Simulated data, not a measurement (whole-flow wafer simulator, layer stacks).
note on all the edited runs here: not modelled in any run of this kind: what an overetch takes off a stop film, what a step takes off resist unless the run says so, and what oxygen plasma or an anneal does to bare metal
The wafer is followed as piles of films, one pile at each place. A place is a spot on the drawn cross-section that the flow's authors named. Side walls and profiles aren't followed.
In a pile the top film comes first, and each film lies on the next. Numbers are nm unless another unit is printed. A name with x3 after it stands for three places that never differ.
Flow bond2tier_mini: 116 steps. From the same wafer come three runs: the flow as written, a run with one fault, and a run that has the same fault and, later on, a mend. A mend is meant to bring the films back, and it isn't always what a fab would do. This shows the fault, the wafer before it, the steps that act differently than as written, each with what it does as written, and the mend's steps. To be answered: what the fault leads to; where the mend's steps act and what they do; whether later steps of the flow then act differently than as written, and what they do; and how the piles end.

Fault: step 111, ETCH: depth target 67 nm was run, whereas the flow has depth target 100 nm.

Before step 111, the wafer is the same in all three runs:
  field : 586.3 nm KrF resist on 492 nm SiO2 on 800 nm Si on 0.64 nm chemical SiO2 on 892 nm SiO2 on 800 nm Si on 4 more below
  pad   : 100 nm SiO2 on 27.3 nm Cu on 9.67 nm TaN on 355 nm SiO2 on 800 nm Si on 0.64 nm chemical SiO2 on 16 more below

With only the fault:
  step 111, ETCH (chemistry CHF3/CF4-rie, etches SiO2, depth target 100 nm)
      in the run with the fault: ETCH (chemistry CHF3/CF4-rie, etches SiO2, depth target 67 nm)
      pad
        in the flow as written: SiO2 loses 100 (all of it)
        in the run with the fault: SiO2 loses 67
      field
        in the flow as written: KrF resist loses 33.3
        in the run with the fault: KrF resist loses 22.3
  Steps later in the flow that act otherwise than as written (2 more steps, not shown, differ only slightly: by at most 2% or 0.5 nm, whichever is larger):
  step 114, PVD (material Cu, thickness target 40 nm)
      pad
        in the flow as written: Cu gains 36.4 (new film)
        in the run with the fault: Cu gains 37.6 (new film)
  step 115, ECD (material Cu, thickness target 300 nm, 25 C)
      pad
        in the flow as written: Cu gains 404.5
        in the run with the fault: Cu gains 370
  By the end, the piles at pad depart from the flow's by more than 2% or 0.5 nm, whichever is larger.
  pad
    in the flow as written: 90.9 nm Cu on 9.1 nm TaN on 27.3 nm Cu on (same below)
    in the run with the fault: 57.6 nm Cu on 9.39 nm TaN on 33 nm SiO2 on 27.3 nm Cu on (same below)

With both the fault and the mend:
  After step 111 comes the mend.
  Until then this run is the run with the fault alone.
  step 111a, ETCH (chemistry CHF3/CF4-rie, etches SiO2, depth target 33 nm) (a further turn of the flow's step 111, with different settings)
      field
        KrF resist loses 11
      pad
        SiO2 loses 33 (all of it)
  None of the later steps of the flow acts differently than as written at any place that is followed.
  At every place that both follow, the piles at the end match the flow's.
